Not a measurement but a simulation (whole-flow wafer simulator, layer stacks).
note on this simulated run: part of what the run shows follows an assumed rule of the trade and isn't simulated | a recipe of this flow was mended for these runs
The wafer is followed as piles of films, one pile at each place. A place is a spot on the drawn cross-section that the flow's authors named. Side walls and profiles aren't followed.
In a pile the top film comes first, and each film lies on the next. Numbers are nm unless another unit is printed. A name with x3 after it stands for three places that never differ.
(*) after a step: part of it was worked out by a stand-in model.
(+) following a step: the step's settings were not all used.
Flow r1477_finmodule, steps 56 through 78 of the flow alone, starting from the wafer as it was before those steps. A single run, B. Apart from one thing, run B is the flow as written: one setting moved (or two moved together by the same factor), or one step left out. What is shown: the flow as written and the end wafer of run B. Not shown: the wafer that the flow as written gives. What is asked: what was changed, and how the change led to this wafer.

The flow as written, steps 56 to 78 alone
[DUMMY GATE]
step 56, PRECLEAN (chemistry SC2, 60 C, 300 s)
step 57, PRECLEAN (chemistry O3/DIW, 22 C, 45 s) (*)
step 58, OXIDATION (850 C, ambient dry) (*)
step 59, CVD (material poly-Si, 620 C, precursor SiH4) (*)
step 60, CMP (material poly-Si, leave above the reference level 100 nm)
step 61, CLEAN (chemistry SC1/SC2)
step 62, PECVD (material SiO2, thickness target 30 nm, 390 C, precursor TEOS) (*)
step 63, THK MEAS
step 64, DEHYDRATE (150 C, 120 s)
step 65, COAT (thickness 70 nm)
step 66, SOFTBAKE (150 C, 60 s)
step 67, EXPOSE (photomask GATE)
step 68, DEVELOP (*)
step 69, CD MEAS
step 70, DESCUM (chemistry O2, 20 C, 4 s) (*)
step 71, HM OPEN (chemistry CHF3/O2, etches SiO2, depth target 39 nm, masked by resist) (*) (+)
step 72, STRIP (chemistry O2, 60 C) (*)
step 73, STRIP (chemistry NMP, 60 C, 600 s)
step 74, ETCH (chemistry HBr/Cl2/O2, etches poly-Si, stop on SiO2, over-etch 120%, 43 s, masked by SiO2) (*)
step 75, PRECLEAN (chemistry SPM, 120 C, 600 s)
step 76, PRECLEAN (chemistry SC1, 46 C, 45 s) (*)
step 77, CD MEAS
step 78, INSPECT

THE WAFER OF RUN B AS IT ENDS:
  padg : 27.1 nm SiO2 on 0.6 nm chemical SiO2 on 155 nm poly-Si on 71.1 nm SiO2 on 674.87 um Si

Cause: step 62, PECVD: thickness target 34.6 nm was run, though the flow has thickness target 30 nm.

How this came from the change, step by step:
  step 62, PECVD (material SiO2, thickness target 30 nm, 390 C, precursor TEOS) (*)
      pad, padg, elg x7 and 27 more: SiO2 gains 34.6 (new film) (it would be, as written: SiO2 gains 30 (new film))
  step 71, HM OPEN (chemistry CHF3/O2, etches SiO2, depth target 39 nm, masked by resist) (*) (+)
      pad, elo x7, eso x6, e200so, s40co x3: SiO2 loses 34.6 (all of it), chemical SiO2 loses 0.6 (all of it), poly-Si loses 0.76 (it would be, as written: SiO2 loses 30 (all of it), chemical SiO2 loses 0.6 (all of it), poly-Si loses 1.68)
